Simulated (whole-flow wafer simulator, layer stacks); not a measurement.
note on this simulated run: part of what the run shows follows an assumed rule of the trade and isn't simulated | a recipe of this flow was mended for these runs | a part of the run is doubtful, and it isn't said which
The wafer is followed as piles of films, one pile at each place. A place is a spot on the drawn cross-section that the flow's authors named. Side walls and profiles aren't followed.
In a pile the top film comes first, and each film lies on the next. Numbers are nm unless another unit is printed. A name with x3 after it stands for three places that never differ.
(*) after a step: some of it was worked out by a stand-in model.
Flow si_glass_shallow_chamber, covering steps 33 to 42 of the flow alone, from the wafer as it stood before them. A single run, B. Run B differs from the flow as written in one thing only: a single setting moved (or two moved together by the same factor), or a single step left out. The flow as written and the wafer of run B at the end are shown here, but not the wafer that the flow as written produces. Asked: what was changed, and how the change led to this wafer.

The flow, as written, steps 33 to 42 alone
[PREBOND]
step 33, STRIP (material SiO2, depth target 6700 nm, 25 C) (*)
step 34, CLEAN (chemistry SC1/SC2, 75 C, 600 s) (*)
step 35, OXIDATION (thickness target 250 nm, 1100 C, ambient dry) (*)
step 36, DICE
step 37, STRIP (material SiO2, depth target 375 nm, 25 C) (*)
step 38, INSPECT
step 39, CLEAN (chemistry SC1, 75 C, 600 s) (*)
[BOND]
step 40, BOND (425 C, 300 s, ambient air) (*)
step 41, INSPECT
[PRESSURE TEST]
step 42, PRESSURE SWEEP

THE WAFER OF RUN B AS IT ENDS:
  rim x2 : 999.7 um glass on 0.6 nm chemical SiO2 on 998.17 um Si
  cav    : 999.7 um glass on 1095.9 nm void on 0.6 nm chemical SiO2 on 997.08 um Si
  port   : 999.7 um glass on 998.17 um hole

The reason: step 35, OXIDATION: thickness target 250 nm, 1100 C, ambient dry (*), was not run.

How this came from the change, step by step:
  step 37, STRIP (material SiO2, depth target 375 nm, 25 C) (*)
      rim x2, cav, septum, ring: chemical SiO2 loses 0.6 (all of it) (as written it would have been: SiO2 loses 250 (all of it))
  step 40, BOND (425 C, 300 s, ambient air) (*)
      port: glass gains 999.7 um (new film), hole gains 1127 (as written it would have been: glass gains 999.7 um (new film), hole gains 1017.3)
